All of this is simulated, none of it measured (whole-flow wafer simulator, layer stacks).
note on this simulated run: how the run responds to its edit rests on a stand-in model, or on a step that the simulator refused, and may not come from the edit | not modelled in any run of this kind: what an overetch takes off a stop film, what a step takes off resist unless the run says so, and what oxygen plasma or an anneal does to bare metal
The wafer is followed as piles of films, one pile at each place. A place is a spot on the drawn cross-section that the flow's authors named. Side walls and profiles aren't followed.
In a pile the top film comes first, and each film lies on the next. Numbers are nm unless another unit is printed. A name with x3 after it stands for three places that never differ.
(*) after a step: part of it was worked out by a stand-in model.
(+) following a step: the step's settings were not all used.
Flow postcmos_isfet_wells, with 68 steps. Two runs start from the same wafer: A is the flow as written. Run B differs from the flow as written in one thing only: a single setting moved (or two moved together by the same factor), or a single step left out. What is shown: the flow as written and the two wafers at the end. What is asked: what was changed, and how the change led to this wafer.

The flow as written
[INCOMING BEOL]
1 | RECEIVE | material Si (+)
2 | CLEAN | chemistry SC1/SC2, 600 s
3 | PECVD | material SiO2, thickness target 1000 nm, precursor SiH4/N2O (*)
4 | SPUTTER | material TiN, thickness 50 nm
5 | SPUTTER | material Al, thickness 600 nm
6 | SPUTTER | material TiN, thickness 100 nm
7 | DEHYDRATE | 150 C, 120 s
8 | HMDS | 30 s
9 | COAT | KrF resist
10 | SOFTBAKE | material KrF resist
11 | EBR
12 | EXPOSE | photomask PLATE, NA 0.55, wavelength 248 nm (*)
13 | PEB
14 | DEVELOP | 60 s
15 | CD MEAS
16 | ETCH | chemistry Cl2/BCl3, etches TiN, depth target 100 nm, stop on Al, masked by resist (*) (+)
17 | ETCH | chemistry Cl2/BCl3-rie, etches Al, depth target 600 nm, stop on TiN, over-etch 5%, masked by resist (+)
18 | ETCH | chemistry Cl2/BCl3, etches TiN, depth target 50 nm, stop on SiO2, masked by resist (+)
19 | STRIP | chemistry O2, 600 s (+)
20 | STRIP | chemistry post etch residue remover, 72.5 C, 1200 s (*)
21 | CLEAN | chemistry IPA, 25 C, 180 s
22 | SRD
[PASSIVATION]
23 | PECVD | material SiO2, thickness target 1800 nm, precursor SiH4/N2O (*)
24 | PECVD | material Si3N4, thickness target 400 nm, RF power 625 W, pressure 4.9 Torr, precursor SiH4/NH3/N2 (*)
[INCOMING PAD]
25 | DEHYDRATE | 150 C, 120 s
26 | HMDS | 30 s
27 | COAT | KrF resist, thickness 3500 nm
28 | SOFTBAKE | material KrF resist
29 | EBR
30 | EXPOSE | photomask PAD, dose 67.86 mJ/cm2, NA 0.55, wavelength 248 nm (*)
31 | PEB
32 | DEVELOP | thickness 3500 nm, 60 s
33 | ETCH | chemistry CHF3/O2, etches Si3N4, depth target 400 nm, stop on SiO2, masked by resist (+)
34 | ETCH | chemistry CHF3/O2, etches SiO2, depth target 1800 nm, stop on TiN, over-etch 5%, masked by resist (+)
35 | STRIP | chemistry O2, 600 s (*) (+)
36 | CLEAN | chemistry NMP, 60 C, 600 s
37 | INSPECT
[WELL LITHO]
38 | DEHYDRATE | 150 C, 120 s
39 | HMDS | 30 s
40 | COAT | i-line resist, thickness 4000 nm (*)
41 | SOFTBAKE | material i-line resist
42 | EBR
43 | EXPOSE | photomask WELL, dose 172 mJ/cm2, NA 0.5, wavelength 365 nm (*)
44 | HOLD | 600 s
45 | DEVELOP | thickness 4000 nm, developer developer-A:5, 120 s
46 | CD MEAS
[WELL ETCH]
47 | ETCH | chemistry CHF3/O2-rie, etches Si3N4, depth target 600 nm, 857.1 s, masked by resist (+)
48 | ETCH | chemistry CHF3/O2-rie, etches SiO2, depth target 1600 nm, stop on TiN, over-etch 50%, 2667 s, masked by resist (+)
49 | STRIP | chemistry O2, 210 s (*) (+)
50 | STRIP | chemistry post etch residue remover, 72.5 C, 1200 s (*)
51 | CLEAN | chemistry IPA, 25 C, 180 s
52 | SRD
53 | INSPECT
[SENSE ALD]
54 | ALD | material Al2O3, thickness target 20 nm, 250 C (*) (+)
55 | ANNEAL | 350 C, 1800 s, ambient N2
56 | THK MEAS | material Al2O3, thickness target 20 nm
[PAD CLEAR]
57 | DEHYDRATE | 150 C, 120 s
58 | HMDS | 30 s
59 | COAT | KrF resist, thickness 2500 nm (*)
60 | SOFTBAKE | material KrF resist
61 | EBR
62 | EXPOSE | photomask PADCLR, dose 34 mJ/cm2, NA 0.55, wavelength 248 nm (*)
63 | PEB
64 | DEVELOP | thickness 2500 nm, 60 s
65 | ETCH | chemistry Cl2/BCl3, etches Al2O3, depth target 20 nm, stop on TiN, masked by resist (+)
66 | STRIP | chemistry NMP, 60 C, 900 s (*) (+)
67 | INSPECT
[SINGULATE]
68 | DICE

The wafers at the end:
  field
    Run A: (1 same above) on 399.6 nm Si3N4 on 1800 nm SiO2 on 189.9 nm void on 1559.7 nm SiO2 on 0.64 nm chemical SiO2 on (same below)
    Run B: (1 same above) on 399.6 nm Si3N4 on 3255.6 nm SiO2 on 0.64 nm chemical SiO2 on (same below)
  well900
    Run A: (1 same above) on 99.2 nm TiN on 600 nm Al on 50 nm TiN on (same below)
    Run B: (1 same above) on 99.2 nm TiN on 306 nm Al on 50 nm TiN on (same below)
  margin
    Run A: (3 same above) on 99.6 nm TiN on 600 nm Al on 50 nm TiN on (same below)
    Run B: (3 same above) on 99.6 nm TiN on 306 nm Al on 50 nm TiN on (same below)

The reason: step 5, SPUTTER: thickness 306 nm was run, whereas the flow has thickness 600 nm.
One can read it off the wafer: well900 has Al 306, and step 5 as written asks for 600 nm.

How this came from the change, step by step:
  5 | SPUTTER | material Al, thickness 600 nm
      field, margin, well900, well1300 x3, pad_rim, pad_clr, pad_open: A Al gains 600 (new film) | B Al gains 306 (new film)
  17 | ETCH | chemistry Cl2/BCl3-rie, etches Al, depth target 600 nm, stop on TiN, over-etch 5%, masked by resist (+)
      margin, well900, well1300 x3, pad_rim, pad_clr, pad_open: A KrF resist loses 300 | B KrF resist loses 160.6
      field: A Al loses 600 (all of it) | B Al loses 306 (all of it)
  19 | STRIP | chemistry O2, 600 s (+)
      margin, well900, well1300 x3, pad_rim, pad_clr, pad_open: A KrF resist loses 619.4 (all of it) | B KrF resist loses 758.7 (all of it)
  23 | PECVD | material SiO2, thickness target 1800 nm, precursor SiH4/N2O (*)
      field: A SiO2 gains 1800 (new film), void gains 189.9 (new film), SiO2 gains 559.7 | B SiO2 gains 2255.6
